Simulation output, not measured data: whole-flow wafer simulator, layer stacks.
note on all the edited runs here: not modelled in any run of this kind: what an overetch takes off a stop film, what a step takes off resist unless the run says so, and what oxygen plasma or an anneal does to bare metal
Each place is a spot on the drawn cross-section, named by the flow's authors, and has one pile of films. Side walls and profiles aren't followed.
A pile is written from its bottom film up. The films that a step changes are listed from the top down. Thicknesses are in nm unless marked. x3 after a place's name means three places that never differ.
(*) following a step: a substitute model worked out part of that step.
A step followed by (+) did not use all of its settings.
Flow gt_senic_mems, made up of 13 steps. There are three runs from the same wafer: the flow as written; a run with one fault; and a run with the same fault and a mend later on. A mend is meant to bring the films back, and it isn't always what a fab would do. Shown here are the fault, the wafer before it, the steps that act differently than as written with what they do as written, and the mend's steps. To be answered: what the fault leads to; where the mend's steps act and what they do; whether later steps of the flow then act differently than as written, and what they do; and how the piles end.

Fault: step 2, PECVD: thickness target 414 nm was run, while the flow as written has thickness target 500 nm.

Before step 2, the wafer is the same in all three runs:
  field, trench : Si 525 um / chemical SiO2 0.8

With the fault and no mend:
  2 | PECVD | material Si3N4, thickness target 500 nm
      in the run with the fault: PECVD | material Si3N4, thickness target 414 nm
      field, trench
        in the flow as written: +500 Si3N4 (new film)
        in the run with the fault: +414 Si3N4 (new film)
  Steps later in the flow that act otherwise than as written (1 more step, not shown, differs only slightly: by at most 2% or 0.5 nm, whichever is larger):
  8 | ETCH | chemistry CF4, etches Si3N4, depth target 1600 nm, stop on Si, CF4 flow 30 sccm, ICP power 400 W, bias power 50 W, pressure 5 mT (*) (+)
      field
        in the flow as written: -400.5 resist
        in the run with the fault: -343.2 resist
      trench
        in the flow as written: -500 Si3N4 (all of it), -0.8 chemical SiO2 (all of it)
        in the run with the fault: -414 Si3N4 (all of it), -0.8 chemical SiO2 (all of it)
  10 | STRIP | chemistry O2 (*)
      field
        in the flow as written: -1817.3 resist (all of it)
        in the run with the fault: -1874.6 resist (all of it)
  The piles end different from the flow's at field by more than 2% or 0.5 nm, whichever is larger.
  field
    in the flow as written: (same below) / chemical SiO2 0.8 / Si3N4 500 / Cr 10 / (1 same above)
    in the run with the fault: (same below) / chemical SiO2 0.8 / Si3N4 414 / Cr 10 / (1 same above)

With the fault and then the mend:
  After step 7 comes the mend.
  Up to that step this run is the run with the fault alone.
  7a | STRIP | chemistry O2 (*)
      field
        -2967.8 resist (all of it)
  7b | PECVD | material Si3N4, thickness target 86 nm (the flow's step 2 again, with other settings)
      field, trench
        +86 Si3N4
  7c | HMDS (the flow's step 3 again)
      alters no film at any place that is followed
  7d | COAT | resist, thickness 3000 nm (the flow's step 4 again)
      field, trench
        +3000 resist (new film)
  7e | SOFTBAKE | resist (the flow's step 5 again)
      alters no film at any place that is followed
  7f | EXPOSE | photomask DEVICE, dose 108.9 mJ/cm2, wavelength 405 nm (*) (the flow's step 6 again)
      alters no film at any place that is followed
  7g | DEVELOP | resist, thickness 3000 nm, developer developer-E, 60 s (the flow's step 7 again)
      field
        -32.2 resist
      trench
        -3000 resist (all of it)
  None of the later steps of the flow acts differently than as written at any place that is followed.
  The piles end the same as the flow's at every place that both follow.
